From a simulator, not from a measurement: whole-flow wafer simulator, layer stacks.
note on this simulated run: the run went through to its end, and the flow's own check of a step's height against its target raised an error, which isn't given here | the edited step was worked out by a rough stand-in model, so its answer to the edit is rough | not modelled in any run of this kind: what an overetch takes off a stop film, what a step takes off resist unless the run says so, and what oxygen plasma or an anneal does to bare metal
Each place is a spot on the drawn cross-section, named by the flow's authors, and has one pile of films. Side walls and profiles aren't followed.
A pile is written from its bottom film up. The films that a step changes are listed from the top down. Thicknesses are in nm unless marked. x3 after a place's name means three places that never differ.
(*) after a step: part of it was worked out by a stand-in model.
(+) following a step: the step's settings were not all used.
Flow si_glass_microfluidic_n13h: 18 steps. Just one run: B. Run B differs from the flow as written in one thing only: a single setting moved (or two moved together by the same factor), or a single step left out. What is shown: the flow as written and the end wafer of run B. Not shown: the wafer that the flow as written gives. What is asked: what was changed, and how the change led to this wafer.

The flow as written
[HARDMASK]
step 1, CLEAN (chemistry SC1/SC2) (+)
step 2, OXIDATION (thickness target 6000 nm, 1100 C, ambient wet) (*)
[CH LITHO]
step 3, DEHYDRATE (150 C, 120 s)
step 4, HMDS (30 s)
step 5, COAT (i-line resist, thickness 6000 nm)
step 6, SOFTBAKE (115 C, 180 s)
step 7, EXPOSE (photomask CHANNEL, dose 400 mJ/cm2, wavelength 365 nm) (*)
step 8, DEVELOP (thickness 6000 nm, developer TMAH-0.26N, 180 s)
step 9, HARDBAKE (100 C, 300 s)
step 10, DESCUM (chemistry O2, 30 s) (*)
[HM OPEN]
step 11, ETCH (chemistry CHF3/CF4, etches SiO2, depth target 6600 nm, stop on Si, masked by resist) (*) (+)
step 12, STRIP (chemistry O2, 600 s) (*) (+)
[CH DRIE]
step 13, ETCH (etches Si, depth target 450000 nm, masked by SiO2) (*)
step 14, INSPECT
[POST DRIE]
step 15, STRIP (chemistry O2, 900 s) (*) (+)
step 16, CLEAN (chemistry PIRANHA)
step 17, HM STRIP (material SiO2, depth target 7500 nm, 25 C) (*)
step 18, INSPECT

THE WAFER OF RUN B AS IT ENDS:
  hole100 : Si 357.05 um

Cause: step 13, ETCH: depth target 180000 nm was run, whereas the flow has depth target 450000 nm.

The path from the change to this, step by step:
  step 13, ETCH (etches Si, depth target 450000 nm, masked by SiO2) (*)
      land: SiO2 loses 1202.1 (as written it would have been: SiO2 loses 3004.3)
      hole100: chemical SiO2 loses 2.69 (all of it), Si loses 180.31 um (as written it would have been: chemical SiO2 loses 2.69 (all of it), Si loses 450.64 um)
  step 17, HM STRIP (material SiO2, depth target 7500 nm, 25 C) (*)
      land: SiO2 loses 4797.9 (all of it) (as written it would have been: SiO2 loses 2995.7 (all of it))
